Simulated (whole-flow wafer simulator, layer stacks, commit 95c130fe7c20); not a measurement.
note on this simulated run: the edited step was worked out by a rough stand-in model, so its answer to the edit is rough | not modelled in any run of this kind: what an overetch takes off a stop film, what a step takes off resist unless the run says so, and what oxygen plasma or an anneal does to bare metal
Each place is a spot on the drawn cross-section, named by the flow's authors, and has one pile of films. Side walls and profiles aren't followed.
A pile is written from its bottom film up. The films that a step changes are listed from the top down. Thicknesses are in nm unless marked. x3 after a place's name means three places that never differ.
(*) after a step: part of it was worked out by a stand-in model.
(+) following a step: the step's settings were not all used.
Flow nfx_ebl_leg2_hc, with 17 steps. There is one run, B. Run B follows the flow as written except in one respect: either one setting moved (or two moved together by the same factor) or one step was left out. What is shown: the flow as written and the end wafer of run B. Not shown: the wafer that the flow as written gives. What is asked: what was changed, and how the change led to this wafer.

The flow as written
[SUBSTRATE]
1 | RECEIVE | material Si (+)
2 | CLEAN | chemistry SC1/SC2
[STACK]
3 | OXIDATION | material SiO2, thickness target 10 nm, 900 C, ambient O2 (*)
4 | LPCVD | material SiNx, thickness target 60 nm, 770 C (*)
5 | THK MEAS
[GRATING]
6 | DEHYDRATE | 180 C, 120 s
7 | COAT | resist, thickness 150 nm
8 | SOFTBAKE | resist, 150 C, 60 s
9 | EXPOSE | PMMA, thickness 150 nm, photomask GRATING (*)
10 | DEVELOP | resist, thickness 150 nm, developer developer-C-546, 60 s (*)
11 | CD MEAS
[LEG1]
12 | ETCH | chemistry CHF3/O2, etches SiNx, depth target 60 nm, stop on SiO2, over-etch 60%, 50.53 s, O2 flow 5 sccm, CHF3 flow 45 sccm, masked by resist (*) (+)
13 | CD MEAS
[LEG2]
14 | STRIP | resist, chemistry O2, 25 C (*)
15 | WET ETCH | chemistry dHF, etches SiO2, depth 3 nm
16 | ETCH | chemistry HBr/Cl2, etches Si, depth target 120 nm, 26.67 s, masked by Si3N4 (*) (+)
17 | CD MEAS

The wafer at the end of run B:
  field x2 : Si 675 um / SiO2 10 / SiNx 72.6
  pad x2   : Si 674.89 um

What caused this: step 4, LPCVD: thickness target 84 nm was run, while the flow as written has thickness target 60 nm.

Step by step, how the change led to this:
  4 | LPCVD | material SiNx, thickness target 60 nm, 770 C (*)
      field x2, pad x2: +84 SiNx (new film) (it would be, as written: +60 SiNx (new film))
  12 | ETCH | chemistry CHF3/O2, etches SiNx, depth target 60 nm, stop on SiO2, over-etch 60%, 50.53 s, O2 flow 5 sccm, CHF3 flow 45 sccm, masked by resist (*) (+)
      pad x2: -84 SiNx (all of it), -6 SiO2 (it would be, as written: -60 SiNx (all of it), -10 SiO2 (all of it))
  14 | STRIP | resist, chemistry O2, 25 C (*)
      pad x2: nothing (it would be, as written: +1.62 chemical SiO2 (new film), -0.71 Si)
  15 | WET ETCH | chemistry dHF, etches SiO2, depth 3 nm
      pad x2: -3 SiO2 (it would be, as written: -1.62 chemical SiO2 (all of it))
  16 | ETCH | chemistry HBr/Cl2, etches Si, depth target 120 nm, 26.67 s, masked by Si3N4 (*) (+)
      pad x2: -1 SiO2 (all of it), -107 Si (it would be, as written: -120 Si)
